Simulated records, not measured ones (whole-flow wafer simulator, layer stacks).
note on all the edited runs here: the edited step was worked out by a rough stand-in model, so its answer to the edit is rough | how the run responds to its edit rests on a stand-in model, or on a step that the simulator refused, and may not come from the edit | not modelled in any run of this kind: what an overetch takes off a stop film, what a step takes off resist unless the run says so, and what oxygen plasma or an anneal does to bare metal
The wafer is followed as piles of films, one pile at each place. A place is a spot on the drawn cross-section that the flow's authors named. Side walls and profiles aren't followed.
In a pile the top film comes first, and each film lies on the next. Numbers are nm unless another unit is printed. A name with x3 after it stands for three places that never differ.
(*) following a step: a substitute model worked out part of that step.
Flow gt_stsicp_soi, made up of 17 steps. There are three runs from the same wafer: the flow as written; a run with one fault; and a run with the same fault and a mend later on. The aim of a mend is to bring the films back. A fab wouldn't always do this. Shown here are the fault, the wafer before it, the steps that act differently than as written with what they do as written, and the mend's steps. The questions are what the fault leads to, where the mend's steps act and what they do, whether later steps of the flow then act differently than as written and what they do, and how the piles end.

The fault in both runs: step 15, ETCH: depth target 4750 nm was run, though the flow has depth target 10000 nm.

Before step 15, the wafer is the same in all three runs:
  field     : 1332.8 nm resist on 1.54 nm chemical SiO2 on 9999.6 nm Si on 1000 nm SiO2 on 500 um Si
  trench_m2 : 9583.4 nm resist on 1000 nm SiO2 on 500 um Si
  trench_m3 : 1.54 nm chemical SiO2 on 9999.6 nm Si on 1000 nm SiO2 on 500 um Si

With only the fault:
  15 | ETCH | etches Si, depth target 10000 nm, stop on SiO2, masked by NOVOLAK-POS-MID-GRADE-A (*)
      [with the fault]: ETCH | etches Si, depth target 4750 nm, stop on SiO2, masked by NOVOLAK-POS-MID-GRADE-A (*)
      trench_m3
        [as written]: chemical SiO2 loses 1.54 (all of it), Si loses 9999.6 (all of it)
        [with the fault]: chemical SiO2 loses 1.54 (all of it), Si loses 4750
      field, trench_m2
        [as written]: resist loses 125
        [with the fault]: resist loses 59.4
  Steps further on in the flow that do not act as written:
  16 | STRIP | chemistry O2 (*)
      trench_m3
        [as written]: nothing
        [with the fault]: chemical SiO2 gains 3 (new film), Si loses 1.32
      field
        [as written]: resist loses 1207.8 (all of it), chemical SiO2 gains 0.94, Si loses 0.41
        [with the fault]: resist loses 1273.4 (all of it), chemical SiO2 gains 0.94, Si loses 0.42
  The piles end different from the flow's at trench_m3 by more than 2% or 0.5 nm, whichever is larger.
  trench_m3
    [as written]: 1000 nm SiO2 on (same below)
    [with the fault]: 3 nm chemical SiO2 on 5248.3 nm Si on 1000 nm SiO2 on (same below)

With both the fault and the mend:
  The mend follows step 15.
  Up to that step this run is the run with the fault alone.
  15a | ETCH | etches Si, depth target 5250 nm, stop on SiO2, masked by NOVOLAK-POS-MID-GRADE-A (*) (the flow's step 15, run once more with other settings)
      field, trench_m2
        resist loses 65.6
      trench_m3
        Si loses 5249.6 (all of it)
  Every later step of the flow that is run acts as written at every place that is followed.
  By the end, the piles equal the flow's at every place that both follow.
